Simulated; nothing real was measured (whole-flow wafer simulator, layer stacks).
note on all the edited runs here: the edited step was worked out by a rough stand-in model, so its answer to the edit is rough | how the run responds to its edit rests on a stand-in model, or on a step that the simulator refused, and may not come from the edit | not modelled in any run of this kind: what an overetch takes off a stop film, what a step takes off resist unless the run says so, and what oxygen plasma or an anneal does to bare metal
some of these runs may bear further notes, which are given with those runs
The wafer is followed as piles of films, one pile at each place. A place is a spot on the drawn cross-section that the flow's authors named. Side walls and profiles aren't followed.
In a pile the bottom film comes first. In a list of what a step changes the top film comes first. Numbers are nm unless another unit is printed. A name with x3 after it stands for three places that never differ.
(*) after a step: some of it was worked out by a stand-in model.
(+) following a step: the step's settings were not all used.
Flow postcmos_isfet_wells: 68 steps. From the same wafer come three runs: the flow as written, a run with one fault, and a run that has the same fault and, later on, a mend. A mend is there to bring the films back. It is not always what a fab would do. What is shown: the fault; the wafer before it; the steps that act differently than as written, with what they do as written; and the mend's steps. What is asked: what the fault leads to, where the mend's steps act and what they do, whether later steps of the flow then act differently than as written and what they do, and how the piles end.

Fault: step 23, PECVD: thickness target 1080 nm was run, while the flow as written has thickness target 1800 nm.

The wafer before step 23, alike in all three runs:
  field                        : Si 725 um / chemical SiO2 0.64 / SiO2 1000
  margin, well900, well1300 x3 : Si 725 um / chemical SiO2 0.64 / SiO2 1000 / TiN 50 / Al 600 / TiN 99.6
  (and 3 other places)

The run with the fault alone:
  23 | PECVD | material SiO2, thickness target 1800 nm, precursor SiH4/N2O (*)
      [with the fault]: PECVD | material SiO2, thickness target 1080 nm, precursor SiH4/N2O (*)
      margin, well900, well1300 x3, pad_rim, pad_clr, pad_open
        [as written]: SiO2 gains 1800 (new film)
        [with the fault]: SiO2 gains 1080 (new film)
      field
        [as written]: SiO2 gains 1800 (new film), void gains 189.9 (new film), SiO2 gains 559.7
        [with the fault]: SiO2 gains 1080 (new film), void gains 190.2 (new film), SiO2 gains 559.4
  Later steps of the flow acting differently than as written:
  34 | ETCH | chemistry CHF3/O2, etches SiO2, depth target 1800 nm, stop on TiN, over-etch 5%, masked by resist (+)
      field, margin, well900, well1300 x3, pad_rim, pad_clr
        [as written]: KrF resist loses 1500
        [with the fault]: KrF resist loses 945
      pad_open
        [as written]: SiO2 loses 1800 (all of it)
        [with the fault]: SiO2 loses 1080 (all of it)
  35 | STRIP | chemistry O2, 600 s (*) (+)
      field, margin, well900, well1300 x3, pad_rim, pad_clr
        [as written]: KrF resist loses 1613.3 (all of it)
        [with the fault]: KrF resist loses 2168.3 (all of it)
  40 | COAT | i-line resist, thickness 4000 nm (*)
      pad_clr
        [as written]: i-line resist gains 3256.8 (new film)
        [with the fault]: i-line resist gains 3486.2 (new film)
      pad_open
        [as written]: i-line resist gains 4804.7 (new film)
        [with the fault]: i-line resist gains 4545 (new film)
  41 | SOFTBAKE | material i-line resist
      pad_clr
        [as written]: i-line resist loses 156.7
        [with the fault]: i-line resist loses 89.5
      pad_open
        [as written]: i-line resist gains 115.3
        [with the fault]: i-line resist gains 81.4
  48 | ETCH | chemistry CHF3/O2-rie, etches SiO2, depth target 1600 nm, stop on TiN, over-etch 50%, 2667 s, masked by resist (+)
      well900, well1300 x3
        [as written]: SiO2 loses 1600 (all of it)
        [with the fault]: SiO2 loses 880 (all of it)
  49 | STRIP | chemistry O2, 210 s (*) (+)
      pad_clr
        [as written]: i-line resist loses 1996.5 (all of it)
        [with the fault]: i-line resist loses 2293.1 (all of it)
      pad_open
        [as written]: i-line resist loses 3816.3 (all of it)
        [with the fault]: i-line resist loses 3522.7 (all of it)
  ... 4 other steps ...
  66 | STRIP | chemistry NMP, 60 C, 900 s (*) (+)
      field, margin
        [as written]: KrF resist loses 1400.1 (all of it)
        [with the fault]: KrF resist loses 1741.6 (all of it)
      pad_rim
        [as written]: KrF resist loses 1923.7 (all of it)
        [with the fault]: KrF resist loses 2089.5 (all of it)
  By the end, the piles at field, margin, pad_rim, pad_clr depart from the flow's by more than 2% or 0.5 nm, whichever is larger.
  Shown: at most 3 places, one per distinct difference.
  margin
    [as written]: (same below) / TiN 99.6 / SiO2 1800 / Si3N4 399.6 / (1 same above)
    [with the fault]: (same below) / TiN 99.6 / SiO2 1080 / Si3N4 399.6 / (1 same above)
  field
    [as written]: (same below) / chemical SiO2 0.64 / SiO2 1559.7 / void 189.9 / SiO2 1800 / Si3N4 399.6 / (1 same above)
    [with the fault]: (same below) / chemical SiO2 0.64 / SiO2 1559.4 / void 190.2 / SiO2 1080 / Si3N4 399.6 / (1 same above)
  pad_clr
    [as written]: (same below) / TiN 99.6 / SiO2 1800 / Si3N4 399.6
    [with the fault]: (same below) / TiN 99.6 / SiO2 1080 / Si3N4 399.6

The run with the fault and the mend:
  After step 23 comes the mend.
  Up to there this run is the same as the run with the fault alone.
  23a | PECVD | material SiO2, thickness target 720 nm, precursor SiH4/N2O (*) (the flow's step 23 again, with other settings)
      field, margin, well900, well1300 x3, pad_rim, pad_clr, pad_open
        SiO2 gains 720
  Later steps of the flow that are run all act as written at every place that is followed.
  The piles end only slightly different from the flow's at the places that both follow, by no more than 2% or 0.5 nm, whichever is larger.
